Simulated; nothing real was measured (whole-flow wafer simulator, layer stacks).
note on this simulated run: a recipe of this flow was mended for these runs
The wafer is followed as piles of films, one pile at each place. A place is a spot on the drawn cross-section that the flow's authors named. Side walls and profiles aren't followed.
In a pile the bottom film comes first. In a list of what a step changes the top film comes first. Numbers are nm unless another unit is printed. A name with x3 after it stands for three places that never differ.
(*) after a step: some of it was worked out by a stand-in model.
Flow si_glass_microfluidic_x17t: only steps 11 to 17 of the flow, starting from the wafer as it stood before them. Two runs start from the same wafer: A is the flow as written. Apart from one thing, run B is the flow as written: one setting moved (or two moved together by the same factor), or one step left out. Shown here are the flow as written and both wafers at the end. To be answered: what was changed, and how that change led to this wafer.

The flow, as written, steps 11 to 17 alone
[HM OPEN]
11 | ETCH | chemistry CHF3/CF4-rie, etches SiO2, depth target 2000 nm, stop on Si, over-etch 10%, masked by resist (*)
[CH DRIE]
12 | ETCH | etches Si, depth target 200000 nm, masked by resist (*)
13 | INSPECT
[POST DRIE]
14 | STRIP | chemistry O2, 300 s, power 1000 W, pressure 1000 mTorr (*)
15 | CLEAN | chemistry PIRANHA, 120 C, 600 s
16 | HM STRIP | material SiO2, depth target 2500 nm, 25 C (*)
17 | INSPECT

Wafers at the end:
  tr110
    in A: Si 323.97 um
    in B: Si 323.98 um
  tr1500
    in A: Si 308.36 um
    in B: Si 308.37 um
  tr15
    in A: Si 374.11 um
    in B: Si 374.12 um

Cause: step 11, ETCH: over-etch 7% was run, whereas the flow has over-etch 10%.

Step by step, how the change led to this:
  11 | ETCH | chemistry CHF3/CF4-rie, etches SiO2, depth target 2000 nm, stop on Si, over-etch 10%, masked by resist (*)
      tr110, tr1500, tr15: A SiO2 loses 2000 (all of it), Si loses 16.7 | B SiO2 loses 2000 (all of it), Si loses 11.7
      land: A thick-i-line-resist loses 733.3 | B thick-i-line-resist loses 713.3
  12 | ETCH | etches Si, depth target 200000 nm, masked by resist (*)
      tr1500: A Si loses 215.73 um | B Si loses 215.74 um
